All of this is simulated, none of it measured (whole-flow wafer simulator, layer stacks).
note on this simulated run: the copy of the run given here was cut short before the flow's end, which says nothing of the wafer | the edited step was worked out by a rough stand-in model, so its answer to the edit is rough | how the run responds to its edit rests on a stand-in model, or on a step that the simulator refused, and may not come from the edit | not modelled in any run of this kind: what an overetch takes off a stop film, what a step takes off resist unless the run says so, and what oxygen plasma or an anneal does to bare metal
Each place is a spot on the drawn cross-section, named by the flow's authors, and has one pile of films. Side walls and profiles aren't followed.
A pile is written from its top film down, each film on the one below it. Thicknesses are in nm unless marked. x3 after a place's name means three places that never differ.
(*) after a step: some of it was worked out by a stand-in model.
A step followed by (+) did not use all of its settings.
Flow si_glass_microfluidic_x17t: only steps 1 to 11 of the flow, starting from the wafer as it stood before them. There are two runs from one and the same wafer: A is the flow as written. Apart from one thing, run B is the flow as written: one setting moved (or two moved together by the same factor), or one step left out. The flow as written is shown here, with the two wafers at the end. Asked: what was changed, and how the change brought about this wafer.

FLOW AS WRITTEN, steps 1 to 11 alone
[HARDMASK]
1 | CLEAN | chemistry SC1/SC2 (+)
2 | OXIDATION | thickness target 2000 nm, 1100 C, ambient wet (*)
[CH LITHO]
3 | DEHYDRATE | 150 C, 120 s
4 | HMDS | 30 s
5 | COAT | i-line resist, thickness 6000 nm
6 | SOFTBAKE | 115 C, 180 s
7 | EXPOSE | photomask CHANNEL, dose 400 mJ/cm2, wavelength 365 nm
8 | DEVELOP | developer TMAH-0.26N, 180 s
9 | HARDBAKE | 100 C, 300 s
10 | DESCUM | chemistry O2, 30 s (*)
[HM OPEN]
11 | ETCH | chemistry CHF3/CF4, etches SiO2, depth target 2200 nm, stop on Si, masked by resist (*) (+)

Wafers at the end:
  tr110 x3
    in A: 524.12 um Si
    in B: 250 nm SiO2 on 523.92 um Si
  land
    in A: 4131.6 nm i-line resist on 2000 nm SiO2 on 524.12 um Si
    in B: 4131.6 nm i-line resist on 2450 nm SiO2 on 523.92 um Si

What caused this: step 2, OXIDATION: thickness target 2450 nm was run, though the flow has thickness target 2000 nm.
One can read it off the wafer: land has SiO2 2450, and step 2 as written asks for 2000 nm.

The path from the change to this, step by step:
  2 | OXIDATION | thickness target 2000 nm, 1100 C, ambient wet (*)
      land, tr110 x3: A +2000 SiO2 (new film), -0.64 chemical SiO2 (all of it), -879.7 Si | B +2450 SiO2 (new film), -0.64 chemical SiO2 (all of it), -1077.7 Si
  11 | ETCH | chemistry CHF3/CF4, etches SiO2, depth target 2200 nm, stop on Si, masked by resist (*) (+)
      tr110 x3: A -2000 SiO2 (all of it) | B -2200 SiO2
